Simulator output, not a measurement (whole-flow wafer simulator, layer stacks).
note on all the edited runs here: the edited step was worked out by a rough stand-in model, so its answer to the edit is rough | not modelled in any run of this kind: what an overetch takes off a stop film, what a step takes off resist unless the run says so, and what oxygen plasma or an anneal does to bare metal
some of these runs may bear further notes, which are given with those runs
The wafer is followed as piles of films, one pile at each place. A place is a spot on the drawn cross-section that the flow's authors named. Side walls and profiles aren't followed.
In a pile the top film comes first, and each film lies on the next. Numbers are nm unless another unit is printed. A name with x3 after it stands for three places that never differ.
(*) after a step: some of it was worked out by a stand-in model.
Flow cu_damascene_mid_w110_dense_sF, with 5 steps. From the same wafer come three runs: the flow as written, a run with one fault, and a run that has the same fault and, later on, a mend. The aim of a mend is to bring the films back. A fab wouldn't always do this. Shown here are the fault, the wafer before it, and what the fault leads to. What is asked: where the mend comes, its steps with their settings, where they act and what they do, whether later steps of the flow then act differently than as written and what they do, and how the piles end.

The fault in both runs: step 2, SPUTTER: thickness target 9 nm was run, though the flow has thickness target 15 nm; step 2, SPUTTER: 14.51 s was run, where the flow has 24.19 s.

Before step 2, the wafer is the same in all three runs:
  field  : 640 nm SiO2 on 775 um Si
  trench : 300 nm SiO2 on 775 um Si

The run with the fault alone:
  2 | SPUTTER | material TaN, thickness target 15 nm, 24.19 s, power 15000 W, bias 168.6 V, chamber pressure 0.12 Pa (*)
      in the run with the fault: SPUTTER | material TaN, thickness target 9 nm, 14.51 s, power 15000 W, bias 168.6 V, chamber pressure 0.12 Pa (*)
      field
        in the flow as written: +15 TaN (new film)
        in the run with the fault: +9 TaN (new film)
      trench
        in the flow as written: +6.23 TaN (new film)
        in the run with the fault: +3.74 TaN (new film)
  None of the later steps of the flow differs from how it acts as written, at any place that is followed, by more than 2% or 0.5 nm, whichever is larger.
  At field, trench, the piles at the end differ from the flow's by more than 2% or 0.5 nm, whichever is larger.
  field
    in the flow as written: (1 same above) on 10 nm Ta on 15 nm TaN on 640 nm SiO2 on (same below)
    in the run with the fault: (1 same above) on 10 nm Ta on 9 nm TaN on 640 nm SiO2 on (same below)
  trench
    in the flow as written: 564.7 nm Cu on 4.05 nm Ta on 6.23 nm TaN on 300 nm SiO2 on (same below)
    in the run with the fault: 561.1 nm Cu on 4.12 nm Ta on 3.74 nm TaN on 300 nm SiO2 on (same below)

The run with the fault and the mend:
  The mend stands after step 2.
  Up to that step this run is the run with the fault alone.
  2a | SPUTTER | material TaN, thickness target 6 nm, 9.676 s, power 15000 W, bias 168.6 V, chamber pressure 0.12 Pa (*) (a further turn of the flow's step 2, with different settings)
      field
        +6 TaN
      trench
        +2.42 TaN
  None of the later steps of the flow differs from how it acts as written, at any place that is followed, by more than 2% or 0.5 nm, whichever is larger.
  The piles end only slightly different from the flow's at the places that both follow, by no more than 2% or 0.5 nm, whichever is larger.
